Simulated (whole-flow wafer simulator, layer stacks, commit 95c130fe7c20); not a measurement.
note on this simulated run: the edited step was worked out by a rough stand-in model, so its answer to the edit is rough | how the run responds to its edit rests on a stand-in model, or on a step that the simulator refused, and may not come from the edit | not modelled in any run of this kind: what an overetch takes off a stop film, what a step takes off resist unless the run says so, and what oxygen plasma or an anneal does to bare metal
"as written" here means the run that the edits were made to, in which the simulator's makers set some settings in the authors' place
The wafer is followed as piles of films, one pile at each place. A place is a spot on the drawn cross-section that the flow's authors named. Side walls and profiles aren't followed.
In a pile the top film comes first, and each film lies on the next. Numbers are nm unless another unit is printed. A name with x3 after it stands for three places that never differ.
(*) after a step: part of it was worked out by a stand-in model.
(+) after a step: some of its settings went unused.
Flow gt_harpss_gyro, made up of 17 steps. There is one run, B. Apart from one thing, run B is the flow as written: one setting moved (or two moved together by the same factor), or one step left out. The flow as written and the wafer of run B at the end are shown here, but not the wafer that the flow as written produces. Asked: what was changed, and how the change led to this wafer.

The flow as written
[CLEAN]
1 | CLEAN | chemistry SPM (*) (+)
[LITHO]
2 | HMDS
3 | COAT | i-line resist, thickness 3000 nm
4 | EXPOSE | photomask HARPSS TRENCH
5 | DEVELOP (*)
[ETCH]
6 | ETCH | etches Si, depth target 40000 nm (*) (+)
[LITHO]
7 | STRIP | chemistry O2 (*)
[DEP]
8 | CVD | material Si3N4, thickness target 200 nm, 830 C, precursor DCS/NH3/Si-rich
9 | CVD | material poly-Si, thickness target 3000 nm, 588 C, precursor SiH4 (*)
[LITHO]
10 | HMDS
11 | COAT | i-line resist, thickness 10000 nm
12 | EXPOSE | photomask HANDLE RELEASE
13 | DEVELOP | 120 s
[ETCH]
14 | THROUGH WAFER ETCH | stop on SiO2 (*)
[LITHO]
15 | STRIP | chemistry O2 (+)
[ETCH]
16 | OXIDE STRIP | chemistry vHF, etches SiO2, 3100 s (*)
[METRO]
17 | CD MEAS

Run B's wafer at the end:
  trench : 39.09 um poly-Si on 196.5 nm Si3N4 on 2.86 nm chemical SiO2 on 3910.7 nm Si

What caused this: step 6, ETCH: depth target 36090 nm was run, though the flow has depth target 40000 nm.

The path from the change to this, step by step:
  6 | ETCH | etches Si, depth target 40000 nm (*) (+)
      trench: -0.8 chemical SiO2 (all of it), -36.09 um Si (as written it would have been: -0.8 chemical SiO2 (all of it), -40 um Si (all of it))
      field: -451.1 i-line resist (as written it would have been: -500 i-line resist)
  7 | STRIP | chemistry O2 (*)
      trench: +2.86 chemical SiO2 (new film), -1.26 Si (as written it would have been: nothing)
  9 | CVD | material poly-Si, thickness target 3000 nm, 588 C, precursor SiH4 (*)
      trench: +39.09 um poly-Si (new film) (as written it would have been: +43.01 um poly-Si (new film))
